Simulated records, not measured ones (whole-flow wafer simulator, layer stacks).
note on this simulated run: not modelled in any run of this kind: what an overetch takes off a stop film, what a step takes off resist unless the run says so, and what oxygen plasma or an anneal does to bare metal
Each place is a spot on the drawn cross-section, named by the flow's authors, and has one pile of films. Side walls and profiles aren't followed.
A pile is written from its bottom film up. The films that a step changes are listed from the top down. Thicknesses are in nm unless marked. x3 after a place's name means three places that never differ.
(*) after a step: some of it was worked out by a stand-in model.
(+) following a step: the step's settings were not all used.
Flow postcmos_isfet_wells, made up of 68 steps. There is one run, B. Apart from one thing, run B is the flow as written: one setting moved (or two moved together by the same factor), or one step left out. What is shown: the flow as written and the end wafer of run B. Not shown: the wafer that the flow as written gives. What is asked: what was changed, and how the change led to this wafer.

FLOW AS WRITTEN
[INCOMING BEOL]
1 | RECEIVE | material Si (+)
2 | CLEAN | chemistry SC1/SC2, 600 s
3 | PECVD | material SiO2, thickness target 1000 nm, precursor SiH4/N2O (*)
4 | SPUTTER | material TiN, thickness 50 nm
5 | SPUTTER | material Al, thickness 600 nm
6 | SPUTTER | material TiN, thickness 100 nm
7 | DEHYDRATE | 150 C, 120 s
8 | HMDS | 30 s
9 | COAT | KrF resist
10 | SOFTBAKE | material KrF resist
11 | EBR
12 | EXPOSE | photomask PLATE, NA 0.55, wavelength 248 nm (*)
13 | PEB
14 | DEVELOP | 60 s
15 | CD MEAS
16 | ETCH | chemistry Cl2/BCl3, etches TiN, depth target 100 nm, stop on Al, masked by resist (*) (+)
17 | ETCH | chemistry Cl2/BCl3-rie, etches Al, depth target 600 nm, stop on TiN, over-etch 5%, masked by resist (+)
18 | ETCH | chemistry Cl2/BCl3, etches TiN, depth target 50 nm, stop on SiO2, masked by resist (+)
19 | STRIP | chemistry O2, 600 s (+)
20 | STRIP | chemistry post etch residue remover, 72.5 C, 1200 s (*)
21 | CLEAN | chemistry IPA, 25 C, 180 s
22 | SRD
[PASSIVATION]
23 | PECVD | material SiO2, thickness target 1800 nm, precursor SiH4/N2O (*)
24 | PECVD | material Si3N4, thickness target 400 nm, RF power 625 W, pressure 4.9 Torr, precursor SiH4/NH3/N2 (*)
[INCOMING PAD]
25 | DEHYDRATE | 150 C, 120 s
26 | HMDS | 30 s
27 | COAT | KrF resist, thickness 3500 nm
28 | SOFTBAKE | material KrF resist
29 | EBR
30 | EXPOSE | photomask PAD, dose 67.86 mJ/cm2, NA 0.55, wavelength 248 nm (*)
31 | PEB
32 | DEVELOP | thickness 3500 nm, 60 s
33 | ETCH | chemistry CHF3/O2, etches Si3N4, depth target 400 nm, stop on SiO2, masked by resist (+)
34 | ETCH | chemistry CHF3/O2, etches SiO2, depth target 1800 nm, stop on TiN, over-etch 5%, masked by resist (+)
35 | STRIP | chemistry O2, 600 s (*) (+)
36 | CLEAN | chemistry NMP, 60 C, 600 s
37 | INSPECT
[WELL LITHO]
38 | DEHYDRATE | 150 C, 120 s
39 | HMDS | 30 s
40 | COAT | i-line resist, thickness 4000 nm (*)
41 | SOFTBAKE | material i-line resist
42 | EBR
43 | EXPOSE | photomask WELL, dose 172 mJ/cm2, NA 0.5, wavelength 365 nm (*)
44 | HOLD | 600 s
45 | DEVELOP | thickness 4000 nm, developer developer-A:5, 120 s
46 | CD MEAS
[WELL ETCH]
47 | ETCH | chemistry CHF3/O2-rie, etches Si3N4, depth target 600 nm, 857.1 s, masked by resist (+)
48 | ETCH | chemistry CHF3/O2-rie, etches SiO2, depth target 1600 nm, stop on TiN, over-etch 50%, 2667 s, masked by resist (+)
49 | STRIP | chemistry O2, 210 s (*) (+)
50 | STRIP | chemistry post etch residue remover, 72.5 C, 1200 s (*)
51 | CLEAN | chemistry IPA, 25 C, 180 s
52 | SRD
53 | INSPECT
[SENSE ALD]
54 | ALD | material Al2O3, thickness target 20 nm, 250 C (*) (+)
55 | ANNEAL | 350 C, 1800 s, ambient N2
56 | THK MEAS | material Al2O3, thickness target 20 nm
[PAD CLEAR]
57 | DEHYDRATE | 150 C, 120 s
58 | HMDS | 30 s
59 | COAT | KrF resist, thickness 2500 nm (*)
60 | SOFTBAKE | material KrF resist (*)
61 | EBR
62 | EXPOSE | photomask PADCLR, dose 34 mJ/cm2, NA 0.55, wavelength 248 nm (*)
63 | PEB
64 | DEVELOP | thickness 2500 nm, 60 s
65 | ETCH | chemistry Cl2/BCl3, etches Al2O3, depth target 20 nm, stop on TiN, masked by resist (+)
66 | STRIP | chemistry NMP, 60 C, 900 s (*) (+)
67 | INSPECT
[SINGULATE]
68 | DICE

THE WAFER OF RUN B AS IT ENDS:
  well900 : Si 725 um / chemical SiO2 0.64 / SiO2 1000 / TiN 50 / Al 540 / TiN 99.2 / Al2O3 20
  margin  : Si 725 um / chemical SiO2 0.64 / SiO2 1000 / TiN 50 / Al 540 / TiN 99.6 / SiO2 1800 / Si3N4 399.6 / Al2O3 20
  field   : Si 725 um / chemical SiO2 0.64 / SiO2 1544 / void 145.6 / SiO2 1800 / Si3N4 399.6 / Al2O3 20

Cause: step 5, SPUTTER: thickness 540 nm was run, whereas the flow has thickness 600 nm.
The wafer lets one read it off: well900 has Al 540, and step 5 as written asks for 600 nm.

The path from the change to this, step by step:
  5 | SPUTTER | material Al, thickness 600 nm
      field, margin, well900 and 6 more: +540 Al (new film) (it would be, as written: +600 Al (new film))
  17 | ETCH | chemistry Cl2/BCl3-rie, etches Al, depth target 600 nm, stop on TiN, over-etch 5%, masked by resist (+)
      margin, well900, well1300, well2000, well3000, pad_rim, pad_clr, pad_open: -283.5 KrF resist (it would be, as written: -300 KrF resist)
      field: -540 Al (all of it) (it would be, as written: -600 Al (all of it))
  19 | STRIP | chemistry O2, 600 s (+)
      margin, well900, well1300, well2000, well3000, pad_rim, pad_clr, pad_open: -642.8 KrF resist (all of it) (it would be, as written: -626.3 KrF resist (all of it))
  23 | PECVD | material SiO2, thickness target 1800 nm, precursor SiH4/N2O (*)
      field: +1800 SiO2 (new film), +145.6 void (new film), +544 SiO2 (it would be, as written: +1800 SiO2 (new film), +189.9 void (new film), +559.7 SiO2)
